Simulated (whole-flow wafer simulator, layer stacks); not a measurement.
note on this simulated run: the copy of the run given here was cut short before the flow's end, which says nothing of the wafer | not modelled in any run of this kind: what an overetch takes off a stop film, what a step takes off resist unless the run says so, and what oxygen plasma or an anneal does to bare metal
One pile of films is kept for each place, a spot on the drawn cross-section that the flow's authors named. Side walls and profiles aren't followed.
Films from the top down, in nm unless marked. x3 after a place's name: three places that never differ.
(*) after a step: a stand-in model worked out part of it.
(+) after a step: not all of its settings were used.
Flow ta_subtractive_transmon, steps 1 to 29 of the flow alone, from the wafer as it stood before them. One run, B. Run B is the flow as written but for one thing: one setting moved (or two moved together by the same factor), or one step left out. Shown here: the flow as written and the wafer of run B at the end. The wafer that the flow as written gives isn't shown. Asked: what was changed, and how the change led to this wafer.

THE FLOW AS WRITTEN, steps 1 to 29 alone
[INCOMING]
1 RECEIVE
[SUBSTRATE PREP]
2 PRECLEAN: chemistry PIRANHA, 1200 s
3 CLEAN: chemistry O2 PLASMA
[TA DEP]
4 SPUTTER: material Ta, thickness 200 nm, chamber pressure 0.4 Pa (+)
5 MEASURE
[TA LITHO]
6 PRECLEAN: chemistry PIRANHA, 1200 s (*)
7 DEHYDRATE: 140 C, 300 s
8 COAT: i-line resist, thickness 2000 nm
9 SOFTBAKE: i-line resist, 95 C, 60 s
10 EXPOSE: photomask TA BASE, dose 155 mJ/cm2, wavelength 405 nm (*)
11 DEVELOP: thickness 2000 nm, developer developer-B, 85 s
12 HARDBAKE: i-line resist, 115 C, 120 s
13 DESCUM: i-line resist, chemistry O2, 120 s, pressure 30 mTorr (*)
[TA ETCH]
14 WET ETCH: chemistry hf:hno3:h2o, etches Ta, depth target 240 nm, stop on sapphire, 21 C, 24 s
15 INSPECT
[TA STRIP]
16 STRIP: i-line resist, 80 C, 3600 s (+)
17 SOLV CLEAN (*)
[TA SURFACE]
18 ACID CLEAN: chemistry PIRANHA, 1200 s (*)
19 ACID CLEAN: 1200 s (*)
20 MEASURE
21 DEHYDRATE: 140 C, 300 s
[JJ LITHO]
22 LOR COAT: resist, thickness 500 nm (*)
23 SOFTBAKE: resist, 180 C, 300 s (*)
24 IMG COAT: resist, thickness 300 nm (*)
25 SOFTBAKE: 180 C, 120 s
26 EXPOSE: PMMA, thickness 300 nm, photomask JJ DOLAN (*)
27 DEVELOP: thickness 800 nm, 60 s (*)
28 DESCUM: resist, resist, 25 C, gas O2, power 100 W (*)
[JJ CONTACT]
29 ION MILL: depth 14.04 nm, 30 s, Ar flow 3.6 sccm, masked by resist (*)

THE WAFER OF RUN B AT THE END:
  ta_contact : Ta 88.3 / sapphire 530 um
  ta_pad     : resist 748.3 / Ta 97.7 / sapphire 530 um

The cause: step 4, SPUTTER: thickness 98 nm was run, where the flow has thickness 200 nm.

How the change led to this, step by step:
  4 SPUTTER: material Ta, thickness 200 nm, chamber pressure 0.4 Pa (+)
      field x2, jj_line, lead, ta_contact, ta_pad: Ta +98 (new film) (as written it would be: Ta +200 (new film))
  14 WET ETCH: chemistry hf:hno3:h2o, etches Ta, depth target 240 nm, stop on sapphire, 21 C, 24 s
      field x2, jj_line, lead: Ta -98 (all of it) (as written it would be: Ta -200 (all of it))
  22 LOR COAT: resist, thickness 500 nm (*)
      lead: resist +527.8 (new film) (as written it would be: resist +554.8 (new film))
      ta_contact: resist +471.2 (new film) (as written it would be: resist +443.8 (new film))
  24 IMG COAT: resist, thickness 300 nm (*)
      lead: resist +306.1 (as written it would be: resist +312.6)
      ta_contact: resist +294 (as written it would be: resist +287.4)
      (and at 1 more place)
  27 DEVELOP: thickness 800 nm, 60 s (*)
      lead: resist -833.9 (all of it) (as written it would be: resist -867.4 (all of it))
      ta_contact: resist -765.2 (all of it) (as written it would be: resist -731.2 (all of it))
